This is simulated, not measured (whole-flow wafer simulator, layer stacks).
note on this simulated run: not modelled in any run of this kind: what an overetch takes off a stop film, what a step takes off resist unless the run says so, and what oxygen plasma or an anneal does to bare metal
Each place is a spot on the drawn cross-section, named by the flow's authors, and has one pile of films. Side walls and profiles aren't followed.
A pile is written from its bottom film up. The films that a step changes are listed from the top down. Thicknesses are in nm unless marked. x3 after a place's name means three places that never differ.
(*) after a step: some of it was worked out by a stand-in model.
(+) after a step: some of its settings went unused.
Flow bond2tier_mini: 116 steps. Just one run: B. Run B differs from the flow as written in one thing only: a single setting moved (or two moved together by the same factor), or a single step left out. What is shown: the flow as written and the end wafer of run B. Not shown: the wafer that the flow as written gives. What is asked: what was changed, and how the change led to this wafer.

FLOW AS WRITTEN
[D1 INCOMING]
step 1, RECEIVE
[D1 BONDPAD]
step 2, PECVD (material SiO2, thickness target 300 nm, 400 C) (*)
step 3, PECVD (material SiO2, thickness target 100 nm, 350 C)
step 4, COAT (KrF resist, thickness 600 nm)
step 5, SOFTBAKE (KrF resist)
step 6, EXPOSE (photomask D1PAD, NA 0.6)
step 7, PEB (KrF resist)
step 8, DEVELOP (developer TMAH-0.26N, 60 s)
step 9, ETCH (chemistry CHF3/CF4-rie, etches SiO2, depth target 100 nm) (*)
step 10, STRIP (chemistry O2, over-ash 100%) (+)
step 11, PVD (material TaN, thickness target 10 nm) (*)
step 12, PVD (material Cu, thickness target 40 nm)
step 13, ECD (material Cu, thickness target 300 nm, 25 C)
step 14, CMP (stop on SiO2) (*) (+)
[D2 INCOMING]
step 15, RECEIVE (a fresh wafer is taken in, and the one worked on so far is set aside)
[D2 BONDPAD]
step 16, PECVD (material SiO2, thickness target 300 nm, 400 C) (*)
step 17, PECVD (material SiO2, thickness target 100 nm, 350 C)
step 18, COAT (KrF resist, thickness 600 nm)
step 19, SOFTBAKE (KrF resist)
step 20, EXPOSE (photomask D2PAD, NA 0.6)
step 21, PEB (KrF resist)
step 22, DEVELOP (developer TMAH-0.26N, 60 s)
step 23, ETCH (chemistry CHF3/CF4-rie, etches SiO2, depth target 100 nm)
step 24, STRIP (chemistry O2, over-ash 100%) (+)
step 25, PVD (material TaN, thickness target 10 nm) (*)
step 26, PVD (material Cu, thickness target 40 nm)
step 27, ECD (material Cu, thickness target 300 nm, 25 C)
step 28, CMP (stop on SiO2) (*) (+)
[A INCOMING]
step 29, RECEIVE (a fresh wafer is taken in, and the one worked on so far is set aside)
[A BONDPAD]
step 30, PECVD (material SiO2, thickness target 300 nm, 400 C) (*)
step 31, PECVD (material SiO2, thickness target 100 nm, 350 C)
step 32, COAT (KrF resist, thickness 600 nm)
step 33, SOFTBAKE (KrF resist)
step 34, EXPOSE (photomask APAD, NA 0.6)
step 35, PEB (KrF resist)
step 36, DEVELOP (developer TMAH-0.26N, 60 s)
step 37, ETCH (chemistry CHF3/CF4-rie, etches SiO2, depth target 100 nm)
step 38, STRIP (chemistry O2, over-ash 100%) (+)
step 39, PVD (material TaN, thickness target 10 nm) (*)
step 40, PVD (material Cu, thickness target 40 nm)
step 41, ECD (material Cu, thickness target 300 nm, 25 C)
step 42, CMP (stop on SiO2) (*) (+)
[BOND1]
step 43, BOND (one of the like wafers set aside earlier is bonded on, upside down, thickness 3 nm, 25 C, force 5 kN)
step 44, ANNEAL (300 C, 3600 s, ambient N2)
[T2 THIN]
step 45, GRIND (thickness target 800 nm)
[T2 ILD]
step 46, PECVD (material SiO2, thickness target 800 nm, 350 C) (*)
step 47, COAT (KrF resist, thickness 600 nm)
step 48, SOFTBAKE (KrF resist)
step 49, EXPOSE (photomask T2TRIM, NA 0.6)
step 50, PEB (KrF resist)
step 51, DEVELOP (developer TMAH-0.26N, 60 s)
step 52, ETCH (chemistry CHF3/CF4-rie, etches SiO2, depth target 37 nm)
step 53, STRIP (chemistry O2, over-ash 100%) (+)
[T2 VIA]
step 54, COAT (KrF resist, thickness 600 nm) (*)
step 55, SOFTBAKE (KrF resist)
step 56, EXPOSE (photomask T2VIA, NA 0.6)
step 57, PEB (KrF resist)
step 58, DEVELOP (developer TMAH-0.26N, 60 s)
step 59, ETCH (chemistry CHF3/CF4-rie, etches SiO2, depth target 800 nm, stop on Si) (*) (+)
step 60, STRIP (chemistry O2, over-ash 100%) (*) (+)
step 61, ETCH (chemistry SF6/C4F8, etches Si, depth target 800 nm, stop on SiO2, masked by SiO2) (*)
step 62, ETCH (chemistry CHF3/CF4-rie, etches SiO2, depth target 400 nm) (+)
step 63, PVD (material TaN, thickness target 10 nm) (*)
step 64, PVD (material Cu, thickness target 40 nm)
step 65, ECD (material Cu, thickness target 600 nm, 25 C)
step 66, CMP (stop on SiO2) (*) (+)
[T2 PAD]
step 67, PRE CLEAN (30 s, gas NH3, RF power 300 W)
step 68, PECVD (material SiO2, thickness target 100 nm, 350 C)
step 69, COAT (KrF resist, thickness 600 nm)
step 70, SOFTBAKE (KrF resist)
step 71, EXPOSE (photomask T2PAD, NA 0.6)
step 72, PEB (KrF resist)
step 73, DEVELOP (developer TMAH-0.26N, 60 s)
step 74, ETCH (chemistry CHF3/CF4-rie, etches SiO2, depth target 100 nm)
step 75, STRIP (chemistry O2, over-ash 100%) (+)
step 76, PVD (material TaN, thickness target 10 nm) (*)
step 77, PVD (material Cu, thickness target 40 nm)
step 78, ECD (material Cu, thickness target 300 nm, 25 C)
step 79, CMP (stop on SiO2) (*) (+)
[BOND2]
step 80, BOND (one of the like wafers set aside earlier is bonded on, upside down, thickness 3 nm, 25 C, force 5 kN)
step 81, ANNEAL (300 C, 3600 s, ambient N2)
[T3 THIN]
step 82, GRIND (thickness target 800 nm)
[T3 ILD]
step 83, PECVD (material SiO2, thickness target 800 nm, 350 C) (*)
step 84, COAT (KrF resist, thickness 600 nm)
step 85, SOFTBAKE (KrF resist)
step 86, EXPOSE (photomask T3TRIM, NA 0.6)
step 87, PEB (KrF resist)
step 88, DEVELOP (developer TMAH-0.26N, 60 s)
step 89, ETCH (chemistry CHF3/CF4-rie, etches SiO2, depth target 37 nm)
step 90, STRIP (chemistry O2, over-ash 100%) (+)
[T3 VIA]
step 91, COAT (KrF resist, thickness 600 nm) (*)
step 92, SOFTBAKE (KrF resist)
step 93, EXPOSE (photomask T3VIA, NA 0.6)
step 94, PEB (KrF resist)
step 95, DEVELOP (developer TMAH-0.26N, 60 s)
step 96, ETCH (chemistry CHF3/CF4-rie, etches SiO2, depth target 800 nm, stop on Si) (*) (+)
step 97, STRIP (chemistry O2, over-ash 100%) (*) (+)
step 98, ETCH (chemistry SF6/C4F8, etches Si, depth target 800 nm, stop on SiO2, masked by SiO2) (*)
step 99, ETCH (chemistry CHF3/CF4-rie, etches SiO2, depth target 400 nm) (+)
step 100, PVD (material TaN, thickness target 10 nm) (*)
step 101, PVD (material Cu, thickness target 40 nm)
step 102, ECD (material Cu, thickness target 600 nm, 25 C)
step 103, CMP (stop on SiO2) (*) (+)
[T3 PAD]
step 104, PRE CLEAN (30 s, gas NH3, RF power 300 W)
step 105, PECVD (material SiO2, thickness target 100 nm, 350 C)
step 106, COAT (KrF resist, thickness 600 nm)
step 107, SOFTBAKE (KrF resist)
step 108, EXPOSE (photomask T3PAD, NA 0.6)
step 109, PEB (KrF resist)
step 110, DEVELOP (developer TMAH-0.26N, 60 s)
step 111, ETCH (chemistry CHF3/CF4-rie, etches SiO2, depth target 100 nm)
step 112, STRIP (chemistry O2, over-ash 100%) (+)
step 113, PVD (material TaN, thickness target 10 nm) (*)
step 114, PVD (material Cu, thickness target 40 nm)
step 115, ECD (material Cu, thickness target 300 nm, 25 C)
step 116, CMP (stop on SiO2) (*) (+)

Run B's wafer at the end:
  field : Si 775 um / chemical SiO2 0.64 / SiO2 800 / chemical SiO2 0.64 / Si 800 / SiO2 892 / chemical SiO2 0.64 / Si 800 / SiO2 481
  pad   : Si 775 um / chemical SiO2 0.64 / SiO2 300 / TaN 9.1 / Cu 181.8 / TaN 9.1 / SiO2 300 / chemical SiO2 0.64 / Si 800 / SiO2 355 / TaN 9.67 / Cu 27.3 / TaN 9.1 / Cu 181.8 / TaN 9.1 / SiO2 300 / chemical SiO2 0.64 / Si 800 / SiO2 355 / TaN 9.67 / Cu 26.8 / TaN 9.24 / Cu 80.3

Cause: step 105, PECVD: thickness target 89 nm was run, though the flow has thickness target 100 nm.

How this came from the change, step by step:
  step 105, PECVD (material SiO2, thickness target 100 nm, 350 C)
      field: +89 SiO2 (in the flow as written it would be: +100 SiO2)
      pad: +89 SiO2 (new film) (in the flow as written it would be: +100 SiO2 (new film))
  step 111, ETCH (chemistry CHF3/CF4-rie, etches SiO2, depth target 100 nm)
      pad: -89 SiO2 (all of it), -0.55 Cu (in the flow as written it would be: -100 SiO2 (all of it))
  step 115, ECD (material Cu, thickness target 300 nm, 25 C)
      pad: +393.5 Cu (in the flow as written it would be: +404.5 Cu)
